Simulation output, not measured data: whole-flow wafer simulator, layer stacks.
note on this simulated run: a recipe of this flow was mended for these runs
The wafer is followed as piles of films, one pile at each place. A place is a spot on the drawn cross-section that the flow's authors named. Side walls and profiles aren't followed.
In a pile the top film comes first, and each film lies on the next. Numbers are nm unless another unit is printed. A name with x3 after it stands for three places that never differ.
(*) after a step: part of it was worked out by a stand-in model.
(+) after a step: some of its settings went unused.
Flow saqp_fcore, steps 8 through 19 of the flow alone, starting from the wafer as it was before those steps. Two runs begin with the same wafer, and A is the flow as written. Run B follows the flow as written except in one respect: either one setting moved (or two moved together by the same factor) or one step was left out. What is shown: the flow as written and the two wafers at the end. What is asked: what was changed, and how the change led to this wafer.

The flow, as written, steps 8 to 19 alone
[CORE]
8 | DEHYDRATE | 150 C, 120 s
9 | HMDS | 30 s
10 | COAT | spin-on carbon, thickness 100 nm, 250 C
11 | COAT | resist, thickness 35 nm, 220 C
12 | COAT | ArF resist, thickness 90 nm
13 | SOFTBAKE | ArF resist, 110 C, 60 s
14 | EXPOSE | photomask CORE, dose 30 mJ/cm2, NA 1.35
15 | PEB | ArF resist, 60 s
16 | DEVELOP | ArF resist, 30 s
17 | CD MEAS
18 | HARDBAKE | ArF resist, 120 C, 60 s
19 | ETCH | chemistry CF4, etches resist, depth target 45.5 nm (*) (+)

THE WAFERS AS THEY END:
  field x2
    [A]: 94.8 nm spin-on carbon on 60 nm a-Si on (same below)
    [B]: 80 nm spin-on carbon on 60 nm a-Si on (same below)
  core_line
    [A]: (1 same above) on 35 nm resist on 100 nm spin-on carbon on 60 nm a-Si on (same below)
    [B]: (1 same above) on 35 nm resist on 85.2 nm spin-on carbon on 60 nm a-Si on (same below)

The reason: step 10, COAT: thickness 85.2 nm was run, though the flow has thickness 100 nm.
The wafer lets one read it off: core_line has spin-on carbon 85.2, and step 10 as written asks for 100 nm.

The path from the change to this, step by step:
  10 | COAT | spin-on carbon, thickness 100 nm, 250 C
      field x2, core_line: A +100 spin-on carbon (new film) | B +85.2 spin-on carbon (new film)
